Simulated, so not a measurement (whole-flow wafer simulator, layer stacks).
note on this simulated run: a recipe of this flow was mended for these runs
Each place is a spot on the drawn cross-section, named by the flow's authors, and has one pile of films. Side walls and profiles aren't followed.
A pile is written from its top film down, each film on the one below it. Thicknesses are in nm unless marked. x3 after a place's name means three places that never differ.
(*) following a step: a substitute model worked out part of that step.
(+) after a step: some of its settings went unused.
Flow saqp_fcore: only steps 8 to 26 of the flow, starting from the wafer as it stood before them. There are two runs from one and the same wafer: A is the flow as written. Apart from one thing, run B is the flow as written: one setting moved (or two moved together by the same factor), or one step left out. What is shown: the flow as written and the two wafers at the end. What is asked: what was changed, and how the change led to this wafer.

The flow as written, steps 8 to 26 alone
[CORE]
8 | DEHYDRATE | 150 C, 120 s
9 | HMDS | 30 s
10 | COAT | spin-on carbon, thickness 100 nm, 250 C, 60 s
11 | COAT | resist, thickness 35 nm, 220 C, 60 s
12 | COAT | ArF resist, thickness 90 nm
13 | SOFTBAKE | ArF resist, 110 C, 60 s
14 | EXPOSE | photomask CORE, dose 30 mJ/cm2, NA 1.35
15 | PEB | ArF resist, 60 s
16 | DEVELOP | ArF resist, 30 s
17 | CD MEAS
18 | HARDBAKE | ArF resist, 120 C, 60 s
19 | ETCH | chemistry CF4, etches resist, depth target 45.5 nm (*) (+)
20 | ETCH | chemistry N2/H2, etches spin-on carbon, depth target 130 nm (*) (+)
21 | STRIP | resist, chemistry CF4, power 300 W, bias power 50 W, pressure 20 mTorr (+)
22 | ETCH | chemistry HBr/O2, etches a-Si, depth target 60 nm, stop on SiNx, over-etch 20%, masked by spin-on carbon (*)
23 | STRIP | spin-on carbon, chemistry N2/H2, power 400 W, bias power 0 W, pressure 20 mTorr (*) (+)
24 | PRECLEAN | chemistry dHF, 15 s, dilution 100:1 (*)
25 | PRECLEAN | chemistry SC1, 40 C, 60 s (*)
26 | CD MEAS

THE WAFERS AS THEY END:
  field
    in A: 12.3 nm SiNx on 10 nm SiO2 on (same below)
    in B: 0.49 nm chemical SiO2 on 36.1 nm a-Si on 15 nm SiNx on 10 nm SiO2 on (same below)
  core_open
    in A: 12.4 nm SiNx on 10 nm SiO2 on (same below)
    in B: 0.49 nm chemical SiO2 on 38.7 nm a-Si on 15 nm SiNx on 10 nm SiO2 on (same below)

The reason: step 22, ETCH: chemistry HBr/O2, etches a-Si, depth target 60 nm, stop on SiNx, over-etch 20%, masked by spin-on carbon (*), was skipped.

The path from the change to this, step by step:
  23 | STRIP | spin-on carbon, chemistry N2/H2, power 400 W, bias power 0 W, pressure 20 mTorr (*) (+)
      core_line: A spin-on carbon loses 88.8 (all of it) | B spin-on carbon loses 100 (all of it)
  24 | PRECLEAN | chemistry dHF, 15 s, dilution 100:1 (*)
      field, core_open: A SiNx loses 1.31 | B nothing
  25 | PRECLEAN | chemistry SC1, 40 C, 60 s (*)
      field, core_open: A nothing | B chemical SiO2 gains 0.49 (new film), a-Si loses 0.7
